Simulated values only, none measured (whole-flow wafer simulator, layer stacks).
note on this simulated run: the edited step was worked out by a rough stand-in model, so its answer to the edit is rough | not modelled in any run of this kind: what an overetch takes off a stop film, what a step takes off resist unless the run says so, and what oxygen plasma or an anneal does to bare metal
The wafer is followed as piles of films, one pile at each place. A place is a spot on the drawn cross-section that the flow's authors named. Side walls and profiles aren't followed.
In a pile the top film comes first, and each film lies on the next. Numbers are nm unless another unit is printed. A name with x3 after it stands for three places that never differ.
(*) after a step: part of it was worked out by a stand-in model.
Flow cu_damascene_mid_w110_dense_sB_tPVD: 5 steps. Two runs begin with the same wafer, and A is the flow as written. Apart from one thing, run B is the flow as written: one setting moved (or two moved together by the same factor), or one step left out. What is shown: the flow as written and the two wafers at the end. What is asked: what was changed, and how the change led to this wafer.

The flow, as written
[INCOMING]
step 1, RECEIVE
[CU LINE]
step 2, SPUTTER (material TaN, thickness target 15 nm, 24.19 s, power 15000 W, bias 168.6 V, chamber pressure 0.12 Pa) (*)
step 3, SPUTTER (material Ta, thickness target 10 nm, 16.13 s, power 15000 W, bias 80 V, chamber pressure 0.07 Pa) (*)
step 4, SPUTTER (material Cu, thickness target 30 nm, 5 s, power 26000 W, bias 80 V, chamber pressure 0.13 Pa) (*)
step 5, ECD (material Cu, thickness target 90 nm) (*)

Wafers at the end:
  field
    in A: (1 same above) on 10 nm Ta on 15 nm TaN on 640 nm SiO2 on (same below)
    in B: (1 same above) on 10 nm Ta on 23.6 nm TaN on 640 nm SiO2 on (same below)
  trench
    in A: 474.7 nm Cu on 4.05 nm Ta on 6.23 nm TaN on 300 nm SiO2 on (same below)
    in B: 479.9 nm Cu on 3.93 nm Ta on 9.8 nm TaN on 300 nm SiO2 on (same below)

Cause: step 2, SPUTTER: thickness target 23.6 nm was run, while the flow as written has thickness target 15 nm; step 2, SPUTTER: 38.1 s was run, where the flow has 24.19 s.
One can read it off the wafer: field has TaN 23.6, and step 2 as written asks for 15 nm.

Step by step, how the change led to this:
  step 2, SPUTTER (material TaN, thickness target 15 nm, 24.19 s, power 15000 W, bias 168.6 V, chamber pressure 0.12 Pa) (*)
      field: A +15 TaN (new film) | B +23.6 TaN (new film)
      trench: A +6.23 TaN (new film) | B +9.8 TaN (new film)
